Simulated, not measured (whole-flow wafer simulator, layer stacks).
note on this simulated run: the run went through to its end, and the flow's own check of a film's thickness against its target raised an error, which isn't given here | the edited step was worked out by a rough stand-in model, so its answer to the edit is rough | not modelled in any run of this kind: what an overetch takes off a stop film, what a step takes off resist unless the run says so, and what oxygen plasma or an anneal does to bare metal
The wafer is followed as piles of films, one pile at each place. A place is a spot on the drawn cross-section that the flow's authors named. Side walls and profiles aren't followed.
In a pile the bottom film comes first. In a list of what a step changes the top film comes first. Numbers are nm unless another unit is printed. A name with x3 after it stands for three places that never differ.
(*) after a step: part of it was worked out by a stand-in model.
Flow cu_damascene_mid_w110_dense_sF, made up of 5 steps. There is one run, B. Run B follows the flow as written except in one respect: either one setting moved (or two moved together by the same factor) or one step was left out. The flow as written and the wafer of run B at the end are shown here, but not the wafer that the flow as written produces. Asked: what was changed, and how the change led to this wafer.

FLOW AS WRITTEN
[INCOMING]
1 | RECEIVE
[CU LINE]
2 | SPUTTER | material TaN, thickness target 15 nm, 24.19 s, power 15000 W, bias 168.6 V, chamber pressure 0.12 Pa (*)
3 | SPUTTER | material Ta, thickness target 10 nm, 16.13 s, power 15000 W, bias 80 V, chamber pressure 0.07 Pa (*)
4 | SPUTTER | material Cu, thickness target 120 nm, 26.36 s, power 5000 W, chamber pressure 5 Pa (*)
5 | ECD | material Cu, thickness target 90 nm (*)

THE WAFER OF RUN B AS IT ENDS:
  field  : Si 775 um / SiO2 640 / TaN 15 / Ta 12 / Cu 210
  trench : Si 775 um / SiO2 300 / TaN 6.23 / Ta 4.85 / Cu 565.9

The reason: step 3, SPUTTER: thickness target 12 nm was run, whereas the flow has thickness target 10 nm.
One can read it off the wafer: field has Ta 12, and step 3 as written asks for 10 nm.

Step by step, how the change led to this:
  3 | SPUTTER | material Ta, thickness target 10 nm, 16.13 s, power 15000 W, bias 80 V, chamber pressure 0.07 Pa (*)
      field: +12 Ta (new film) (it would be, as written: +10 Ta (new film))
      trench: +4.85 Ta (new film) (it would be, as written: +4.05 Ta (new film))
